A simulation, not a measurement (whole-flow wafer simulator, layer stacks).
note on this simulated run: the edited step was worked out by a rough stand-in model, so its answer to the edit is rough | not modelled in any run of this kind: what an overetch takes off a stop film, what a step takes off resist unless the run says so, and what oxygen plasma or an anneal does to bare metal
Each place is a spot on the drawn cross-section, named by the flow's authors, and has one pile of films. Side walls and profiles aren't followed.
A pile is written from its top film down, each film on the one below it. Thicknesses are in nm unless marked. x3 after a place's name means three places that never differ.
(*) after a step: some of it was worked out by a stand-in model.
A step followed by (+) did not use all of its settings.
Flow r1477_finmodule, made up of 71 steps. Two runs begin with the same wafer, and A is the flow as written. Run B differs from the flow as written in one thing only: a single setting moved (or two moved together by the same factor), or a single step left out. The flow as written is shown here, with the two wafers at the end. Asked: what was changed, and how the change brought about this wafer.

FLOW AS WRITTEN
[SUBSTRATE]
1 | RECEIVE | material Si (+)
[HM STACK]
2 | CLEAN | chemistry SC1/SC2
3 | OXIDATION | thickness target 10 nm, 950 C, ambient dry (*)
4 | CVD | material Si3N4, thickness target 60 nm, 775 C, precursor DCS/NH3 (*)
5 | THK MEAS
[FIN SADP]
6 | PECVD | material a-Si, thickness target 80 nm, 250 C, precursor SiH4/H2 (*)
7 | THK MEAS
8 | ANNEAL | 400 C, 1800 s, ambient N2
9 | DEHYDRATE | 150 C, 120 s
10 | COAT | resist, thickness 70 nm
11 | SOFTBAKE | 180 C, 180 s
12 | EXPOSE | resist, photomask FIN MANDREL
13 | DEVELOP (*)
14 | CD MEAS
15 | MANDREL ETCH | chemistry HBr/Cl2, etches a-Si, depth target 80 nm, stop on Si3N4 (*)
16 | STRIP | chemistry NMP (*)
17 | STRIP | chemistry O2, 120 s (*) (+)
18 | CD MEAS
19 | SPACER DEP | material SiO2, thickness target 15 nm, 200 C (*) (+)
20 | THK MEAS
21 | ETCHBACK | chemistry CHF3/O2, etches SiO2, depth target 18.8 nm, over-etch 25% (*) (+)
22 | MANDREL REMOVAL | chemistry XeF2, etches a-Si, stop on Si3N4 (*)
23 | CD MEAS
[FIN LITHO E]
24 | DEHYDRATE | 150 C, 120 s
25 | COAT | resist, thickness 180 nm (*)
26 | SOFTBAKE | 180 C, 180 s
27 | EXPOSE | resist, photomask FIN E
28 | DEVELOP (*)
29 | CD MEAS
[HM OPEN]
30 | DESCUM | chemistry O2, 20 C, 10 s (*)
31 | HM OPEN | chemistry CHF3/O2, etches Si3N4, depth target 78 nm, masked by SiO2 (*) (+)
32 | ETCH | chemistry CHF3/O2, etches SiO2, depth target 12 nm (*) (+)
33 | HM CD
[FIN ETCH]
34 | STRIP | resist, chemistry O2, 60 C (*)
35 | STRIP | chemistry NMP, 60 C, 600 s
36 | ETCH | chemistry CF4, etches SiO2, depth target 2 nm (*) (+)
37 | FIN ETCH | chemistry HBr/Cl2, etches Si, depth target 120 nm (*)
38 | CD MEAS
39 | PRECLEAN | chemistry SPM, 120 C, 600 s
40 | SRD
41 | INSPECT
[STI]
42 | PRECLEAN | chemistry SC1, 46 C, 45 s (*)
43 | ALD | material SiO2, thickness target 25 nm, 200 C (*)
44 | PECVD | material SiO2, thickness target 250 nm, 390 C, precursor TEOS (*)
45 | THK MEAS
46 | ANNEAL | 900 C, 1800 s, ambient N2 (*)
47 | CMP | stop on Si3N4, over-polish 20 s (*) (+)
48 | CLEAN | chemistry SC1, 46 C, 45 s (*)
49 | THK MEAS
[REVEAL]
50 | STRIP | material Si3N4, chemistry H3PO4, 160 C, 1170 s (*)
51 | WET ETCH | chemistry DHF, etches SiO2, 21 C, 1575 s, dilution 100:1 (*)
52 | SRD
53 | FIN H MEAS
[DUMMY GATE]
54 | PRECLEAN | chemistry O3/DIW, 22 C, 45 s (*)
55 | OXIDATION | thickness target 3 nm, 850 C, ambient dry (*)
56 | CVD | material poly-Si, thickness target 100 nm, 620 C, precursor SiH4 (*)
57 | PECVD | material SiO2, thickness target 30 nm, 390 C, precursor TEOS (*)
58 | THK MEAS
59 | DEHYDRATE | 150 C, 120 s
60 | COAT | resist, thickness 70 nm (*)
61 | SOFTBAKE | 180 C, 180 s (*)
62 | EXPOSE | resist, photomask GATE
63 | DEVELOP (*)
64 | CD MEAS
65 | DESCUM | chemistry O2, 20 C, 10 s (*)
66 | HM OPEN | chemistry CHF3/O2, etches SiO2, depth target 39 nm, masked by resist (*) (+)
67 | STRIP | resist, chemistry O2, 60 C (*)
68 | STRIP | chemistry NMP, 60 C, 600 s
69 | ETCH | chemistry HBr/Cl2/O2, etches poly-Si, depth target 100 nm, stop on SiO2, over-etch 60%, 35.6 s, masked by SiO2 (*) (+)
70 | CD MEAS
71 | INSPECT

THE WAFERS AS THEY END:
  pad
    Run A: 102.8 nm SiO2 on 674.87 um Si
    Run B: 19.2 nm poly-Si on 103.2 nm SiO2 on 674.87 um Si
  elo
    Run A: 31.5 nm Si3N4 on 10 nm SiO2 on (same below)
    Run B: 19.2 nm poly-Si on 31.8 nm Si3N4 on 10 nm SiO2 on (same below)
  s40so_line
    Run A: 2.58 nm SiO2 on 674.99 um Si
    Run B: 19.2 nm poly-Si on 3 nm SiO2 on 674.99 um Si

What caused this: step 69, ETCH: depth target 49 nm was run, while the flow as written has depth target 100 nm; step 69, ETCH: 17.4 s was run, where the flow has 35.6 s.

How this came from the change, step by step:
  69 | ETCH | chemistry HBr/Cl2/O2, etches poly-Si, depth target 100 nm, stop on SiO2, over-etch 60%, 35.6 s, masked by SiO2 (*) (+)
      pad, eso, e40so and 8 more: A chemical SiO2 loses 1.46 (all of it), poly-Si loses 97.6 (all of it), SiO2 loses 0.42 | B chemical SiO2 loses 1.46 (all of it), poly-Si loses 78.4
      elo, e40lo, e100lo, e200lo: A chemical SiO2 loses 1.46 (all of it), poly-Si loses 97.6 (all of it), Si3N4 loses 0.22 | B chemical SiO2 loses 1.46 (all of it), poly-Si loses 78.4
      (and at 21 other places as well)
